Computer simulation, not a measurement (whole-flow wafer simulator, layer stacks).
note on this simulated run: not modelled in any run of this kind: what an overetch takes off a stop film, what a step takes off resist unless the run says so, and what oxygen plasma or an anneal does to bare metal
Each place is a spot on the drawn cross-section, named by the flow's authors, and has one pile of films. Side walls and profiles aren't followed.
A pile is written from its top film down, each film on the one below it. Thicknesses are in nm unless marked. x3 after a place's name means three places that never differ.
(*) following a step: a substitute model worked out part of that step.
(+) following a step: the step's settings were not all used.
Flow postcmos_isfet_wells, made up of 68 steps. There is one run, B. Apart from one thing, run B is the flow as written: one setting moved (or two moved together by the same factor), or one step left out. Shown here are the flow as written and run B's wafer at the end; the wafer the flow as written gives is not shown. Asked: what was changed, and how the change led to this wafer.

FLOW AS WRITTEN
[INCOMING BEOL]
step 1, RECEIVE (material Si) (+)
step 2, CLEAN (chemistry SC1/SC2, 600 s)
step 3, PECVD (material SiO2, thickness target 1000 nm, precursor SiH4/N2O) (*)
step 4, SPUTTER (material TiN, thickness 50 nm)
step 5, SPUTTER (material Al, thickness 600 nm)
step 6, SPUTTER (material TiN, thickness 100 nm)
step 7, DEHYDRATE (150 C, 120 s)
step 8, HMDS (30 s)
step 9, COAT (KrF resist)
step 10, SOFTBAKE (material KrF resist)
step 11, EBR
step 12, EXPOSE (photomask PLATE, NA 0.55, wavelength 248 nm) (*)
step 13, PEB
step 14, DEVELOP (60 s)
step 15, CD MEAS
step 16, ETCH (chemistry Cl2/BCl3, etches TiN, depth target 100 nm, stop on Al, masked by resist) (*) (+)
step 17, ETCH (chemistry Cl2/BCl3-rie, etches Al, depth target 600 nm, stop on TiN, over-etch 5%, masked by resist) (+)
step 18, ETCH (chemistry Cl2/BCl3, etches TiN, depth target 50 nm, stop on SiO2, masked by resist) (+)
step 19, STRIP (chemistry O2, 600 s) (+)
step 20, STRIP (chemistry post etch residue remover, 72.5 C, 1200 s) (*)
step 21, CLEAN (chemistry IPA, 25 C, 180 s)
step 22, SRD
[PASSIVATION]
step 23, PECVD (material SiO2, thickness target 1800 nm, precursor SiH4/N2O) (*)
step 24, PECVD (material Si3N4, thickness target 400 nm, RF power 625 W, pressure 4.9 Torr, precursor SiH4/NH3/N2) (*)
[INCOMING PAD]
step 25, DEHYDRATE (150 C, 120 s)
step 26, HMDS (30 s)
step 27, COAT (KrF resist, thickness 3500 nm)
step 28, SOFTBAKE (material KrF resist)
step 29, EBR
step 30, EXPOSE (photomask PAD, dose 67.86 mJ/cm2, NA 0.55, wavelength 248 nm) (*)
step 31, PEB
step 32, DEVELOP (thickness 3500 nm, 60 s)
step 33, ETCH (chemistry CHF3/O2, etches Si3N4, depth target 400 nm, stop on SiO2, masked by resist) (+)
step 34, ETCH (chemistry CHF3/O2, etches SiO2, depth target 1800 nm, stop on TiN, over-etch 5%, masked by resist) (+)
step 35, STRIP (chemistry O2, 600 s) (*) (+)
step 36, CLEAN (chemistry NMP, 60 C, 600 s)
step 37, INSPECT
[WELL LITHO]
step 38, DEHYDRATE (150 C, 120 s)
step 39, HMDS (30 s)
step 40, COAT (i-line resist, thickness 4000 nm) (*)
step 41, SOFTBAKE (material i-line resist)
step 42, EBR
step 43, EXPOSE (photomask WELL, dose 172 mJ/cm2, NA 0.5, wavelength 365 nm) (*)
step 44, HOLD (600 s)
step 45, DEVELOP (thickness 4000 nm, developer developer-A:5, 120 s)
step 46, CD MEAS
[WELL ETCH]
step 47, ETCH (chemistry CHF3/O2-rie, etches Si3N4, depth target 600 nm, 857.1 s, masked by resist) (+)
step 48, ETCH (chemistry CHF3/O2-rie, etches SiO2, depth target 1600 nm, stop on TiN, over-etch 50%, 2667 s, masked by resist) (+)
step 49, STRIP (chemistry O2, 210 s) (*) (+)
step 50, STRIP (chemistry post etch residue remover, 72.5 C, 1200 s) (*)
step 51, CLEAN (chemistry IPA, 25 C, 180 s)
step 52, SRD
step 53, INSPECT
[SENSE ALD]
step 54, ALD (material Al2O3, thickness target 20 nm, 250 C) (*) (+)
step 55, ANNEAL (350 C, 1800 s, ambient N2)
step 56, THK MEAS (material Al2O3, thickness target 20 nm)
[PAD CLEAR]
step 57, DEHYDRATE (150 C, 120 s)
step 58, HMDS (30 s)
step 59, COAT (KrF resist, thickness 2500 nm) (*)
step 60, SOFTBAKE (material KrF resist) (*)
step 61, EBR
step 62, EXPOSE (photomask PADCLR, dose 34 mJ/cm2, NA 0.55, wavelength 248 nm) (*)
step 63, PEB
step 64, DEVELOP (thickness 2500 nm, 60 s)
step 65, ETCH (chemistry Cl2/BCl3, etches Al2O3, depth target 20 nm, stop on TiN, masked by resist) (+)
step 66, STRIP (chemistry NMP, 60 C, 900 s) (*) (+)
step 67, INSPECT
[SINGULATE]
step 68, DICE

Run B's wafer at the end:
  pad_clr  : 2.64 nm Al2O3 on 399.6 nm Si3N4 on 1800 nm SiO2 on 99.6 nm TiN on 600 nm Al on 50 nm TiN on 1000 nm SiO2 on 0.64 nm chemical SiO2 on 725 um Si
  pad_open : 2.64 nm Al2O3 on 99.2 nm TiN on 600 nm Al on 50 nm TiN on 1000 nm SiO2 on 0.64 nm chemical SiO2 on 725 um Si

Cause: step 65, ETCH: depth target 17.36 nm was run, though the flow has depth target 20 nm.

The path from the change to this, step by step:
  step 65, ETCH (chemistry Cl2/BCl3, etches Al2O3, depth target 20 nm, stop on TiN, masked by resist) (+)
      pad_clr, pad_open: -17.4 Al2O3 (in the flow as written it would be: -20 Al2O3 (all of it))
      field, margin, pad_rim: -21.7 KrF resist (in the flow as written it would be: -25 KrF resist)
